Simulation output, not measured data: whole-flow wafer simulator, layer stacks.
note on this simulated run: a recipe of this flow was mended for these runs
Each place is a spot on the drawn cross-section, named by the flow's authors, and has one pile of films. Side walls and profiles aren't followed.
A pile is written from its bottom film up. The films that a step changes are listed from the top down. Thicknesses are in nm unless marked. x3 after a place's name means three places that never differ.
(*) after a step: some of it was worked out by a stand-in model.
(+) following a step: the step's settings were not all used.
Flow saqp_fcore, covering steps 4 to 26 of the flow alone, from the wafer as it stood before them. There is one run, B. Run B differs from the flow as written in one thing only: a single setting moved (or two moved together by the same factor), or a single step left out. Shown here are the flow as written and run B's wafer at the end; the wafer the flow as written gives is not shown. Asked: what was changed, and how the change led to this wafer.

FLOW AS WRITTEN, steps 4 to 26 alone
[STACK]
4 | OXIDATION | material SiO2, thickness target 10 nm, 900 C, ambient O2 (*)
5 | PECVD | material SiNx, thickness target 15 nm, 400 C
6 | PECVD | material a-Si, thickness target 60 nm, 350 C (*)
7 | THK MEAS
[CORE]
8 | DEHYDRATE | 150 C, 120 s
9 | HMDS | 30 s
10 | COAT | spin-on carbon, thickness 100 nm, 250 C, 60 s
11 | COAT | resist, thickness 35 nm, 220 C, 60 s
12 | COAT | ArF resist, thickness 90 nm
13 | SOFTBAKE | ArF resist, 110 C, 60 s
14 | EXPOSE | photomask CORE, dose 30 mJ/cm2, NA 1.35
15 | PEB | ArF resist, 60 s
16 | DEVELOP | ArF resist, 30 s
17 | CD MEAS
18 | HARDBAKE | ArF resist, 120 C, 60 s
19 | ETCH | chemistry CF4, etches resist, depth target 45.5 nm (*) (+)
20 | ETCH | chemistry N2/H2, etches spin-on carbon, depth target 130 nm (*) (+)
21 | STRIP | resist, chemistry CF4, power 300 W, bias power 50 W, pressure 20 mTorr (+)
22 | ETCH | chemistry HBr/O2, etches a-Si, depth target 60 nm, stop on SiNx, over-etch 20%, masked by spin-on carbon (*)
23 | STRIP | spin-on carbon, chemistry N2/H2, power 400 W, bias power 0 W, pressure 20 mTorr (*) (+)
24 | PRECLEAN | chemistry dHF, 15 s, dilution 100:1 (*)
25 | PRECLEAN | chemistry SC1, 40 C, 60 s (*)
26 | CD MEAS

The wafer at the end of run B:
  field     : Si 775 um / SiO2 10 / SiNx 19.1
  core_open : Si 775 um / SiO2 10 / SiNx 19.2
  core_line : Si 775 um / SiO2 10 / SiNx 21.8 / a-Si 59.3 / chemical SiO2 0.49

Cause: step 5, PECVD: thickness target 21.8 nm was run, while the flow as written has thickness target 15 nm.
The wafer lets one read it off: core_line has SiNx 21.8, and step 5 as written asks for 15 nm.

How this came from the change, step by step:
  5 | PECVD | material SiNx, thickness target 15 nm, 400 C
      field, core_open, core_line: SiNx gains 21.8 (new film) (in the flow as written it would be: SiNx gains 15 (new film))
